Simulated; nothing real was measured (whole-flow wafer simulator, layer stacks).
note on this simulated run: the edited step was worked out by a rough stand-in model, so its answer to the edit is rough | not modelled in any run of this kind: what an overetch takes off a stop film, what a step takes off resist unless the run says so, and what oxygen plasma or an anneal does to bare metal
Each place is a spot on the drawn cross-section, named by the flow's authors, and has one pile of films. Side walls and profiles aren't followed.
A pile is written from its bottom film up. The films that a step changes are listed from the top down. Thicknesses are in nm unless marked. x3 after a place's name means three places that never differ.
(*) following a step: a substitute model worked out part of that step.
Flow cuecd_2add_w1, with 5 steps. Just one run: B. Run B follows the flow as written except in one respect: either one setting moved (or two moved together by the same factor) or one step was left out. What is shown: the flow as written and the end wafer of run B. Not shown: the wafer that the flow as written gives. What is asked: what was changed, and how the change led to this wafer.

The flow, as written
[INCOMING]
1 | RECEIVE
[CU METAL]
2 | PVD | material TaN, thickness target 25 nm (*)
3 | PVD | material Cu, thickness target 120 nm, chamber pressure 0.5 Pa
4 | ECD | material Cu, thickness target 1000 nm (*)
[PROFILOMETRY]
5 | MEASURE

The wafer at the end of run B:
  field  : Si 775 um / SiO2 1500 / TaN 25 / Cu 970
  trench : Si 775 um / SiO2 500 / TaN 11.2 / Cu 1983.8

What caused this: step 4, ECD: thickness target 850 nm was run, whereas the flow has thickness target 1000 nm.

The path from the change to this, step by step:
  4 | ECD | material Cu, thickness target 1000 nm (*)
      field: +850 Cu (as written it would have been: +1000 Cu)
      trench: +1930.2 Cu (as written it would have been: +2080.2 Cu)
